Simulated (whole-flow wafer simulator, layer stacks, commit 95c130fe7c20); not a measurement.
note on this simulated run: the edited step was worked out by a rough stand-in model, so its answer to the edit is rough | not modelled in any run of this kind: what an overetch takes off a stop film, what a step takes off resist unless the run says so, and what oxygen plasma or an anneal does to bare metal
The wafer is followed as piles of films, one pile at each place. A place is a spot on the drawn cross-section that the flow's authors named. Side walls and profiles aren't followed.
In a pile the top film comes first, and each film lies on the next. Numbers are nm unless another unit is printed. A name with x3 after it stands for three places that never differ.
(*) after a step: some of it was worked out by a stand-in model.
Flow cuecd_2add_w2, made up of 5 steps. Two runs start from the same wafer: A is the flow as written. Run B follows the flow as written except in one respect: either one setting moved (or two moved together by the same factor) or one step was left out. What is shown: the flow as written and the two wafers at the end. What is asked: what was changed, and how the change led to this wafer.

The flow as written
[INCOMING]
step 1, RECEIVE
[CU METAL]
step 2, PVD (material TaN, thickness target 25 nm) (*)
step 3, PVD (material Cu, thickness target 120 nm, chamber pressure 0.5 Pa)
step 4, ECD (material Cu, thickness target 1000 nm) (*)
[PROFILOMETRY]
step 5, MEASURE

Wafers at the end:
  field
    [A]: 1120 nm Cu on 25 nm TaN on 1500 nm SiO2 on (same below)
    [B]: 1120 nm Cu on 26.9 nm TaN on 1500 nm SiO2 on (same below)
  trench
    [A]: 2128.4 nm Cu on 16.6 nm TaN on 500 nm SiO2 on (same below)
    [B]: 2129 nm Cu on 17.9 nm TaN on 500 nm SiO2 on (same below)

What caused this: step 2, PVD: thickness target 26.9 nm was run, though the flow has thickness target 25 nm.
The wafer lets one read it off: field has TaN 26.9, and step 2 as written asks for 25 nm.

The path from the change to this, step by step:
  step 2, PVD (material TaN, thickness target 25 nm) (*)
      field: A TaN gains 25 (new film) | B TaN gains 26.9 (new film)
      trench: A TaN gains 16.6 (new film) | B TaN gains 17.9 (new film)
